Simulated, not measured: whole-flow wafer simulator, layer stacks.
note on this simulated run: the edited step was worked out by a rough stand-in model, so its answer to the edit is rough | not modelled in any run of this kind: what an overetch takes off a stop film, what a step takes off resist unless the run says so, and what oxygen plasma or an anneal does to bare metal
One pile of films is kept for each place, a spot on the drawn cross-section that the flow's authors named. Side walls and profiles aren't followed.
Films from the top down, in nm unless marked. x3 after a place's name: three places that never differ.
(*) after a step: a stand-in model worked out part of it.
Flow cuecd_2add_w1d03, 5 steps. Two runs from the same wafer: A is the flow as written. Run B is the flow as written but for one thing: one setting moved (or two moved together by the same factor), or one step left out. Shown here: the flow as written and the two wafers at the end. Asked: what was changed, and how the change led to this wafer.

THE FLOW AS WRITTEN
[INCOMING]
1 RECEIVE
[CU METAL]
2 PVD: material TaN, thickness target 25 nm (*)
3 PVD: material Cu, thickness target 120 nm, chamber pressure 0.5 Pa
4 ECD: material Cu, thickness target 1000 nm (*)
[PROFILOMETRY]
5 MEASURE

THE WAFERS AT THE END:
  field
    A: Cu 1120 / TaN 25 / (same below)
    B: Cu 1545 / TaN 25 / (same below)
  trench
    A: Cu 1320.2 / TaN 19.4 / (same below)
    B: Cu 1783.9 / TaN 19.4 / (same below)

The cause: step 4, ECD: thickness target 1425 nm was run, where the flow has thickness target 1000 nm.

How the change led to this, step by step:
  4 ECD: material Cu, thickness target 1000 nm (*)
      field: A Cu +1000 | B Cu +1425
      trench: A Cu +1226.8 | B Cu +1690.5
